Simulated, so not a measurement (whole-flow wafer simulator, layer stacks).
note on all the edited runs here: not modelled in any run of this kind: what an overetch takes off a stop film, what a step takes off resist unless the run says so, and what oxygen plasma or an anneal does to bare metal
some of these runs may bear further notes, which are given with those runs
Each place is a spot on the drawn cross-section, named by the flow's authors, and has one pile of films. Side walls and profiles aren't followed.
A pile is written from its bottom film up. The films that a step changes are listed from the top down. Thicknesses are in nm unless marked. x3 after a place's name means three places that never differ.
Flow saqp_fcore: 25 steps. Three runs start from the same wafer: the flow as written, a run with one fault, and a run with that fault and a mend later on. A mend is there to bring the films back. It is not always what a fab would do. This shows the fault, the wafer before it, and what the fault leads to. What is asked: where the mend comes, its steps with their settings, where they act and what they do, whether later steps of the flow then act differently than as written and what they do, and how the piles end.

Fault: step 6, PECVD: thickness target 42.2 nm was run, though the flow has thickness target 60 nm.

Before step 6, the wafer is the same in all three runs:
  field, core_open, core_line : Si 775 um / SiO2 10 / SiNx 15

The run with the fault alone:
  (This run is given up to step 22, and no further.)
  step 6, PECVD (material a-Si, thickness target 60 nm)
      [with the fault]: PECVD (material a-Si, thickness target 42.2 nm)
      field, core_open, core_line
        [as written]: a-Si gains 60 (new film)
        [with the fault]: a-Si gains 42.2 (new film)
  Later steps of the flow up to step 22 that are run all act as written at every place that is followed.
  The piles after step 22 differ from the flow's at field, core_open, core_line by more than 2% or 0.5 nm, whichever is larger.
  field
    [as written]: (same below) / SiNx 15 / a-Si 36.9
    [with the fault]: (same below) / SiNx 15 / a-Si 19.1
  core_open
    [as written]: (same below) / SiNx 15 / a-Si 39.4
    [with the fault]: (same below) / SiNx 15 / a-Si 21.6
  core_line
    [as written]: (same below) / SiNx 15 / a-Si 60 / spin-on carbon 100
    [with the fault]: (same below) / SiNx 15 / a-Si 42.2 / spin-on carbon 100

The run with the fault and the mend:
  The mend stands after step 7.
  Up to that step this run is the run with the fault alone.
  step 7a, ETCH (chemistry tmah, depth target 48.53 nm)
      field, core_open, core_line
        a-Si loses 42.2 (all of it)
  step 7b, PECVD (material a-Si, thickness target 60 nm) (a further turn of the flow's step 6)
      field, core_open, core_line
        a-Si gains 60 (new film)
  Later steps of the flow that are run all act as written at every place that is followed.
  At every place that both follow, the piles at the end match the flow's.
